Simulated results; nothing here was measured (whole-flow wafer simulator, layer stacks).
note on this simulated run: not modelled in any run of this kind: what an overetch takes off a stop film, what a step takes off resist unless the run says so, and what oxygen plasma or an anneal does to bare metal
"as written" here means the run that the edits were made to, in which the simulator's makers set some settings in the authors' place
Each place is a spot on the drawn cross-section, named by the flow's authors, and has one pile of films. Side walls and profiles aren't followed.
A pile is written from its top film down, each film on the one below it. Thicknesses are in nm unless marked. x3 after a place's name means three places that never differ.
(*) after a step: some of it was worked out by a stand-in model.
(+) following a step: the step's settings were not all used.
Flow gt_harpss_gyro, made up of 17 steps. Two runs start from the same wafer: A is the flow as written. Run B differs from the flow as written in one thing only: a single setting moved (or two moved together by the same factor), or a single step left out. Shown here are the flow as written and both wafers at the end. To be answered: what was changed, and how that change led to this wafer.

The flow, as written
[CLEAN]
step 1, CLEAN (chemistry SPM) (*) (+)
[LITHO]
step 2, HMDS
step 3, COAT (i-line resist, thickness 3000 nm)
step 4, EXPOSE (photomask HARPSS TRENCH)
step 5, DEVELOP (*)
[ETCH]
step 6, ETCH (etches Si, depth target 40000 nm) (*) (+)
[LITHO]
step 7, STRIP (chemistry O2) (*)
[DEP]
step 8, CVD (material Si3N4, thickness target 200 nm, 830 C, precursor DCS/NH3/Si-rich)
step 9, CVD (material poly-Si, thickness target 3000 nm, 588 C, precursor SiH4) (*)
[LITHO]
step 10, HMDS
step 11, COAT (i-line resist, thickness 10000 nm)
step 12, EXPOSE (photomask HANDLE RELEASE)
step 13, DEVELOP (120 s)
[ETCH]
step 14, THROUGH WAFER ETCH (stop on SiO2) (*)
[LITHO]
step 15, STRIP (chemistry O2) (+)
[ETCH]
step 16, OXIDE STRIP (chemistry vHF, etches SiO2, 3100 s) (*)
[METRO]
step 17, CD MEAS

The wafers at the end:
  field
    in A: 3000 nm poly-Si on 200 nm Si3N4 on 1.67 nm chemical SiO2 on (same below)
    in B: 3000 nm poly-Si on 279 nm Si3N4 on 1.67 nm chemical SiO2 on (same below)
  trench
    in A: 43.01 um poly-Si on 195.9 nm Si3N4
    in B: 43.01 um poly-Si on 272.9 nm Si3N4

What caused this: step 8, CVD: thickness target 279 nm was run, though the flow has thickness target 200 nm.
The wafer lets one read it off: field has Si3N4 279, and step 8 as written asks for 200 nm.

How this came from the change, step by step:
  step 8, CVD (material Si3N4, thickness target 200 nm, 830 C, precursor DCS/NH3/Si-rich)
      field: A +200 Si3N4 (new film) | B +279 Si3N4 (new film)
      trench: A +195.9 Si3N4 (new film) | B +272.9 Si3N4 (new film)
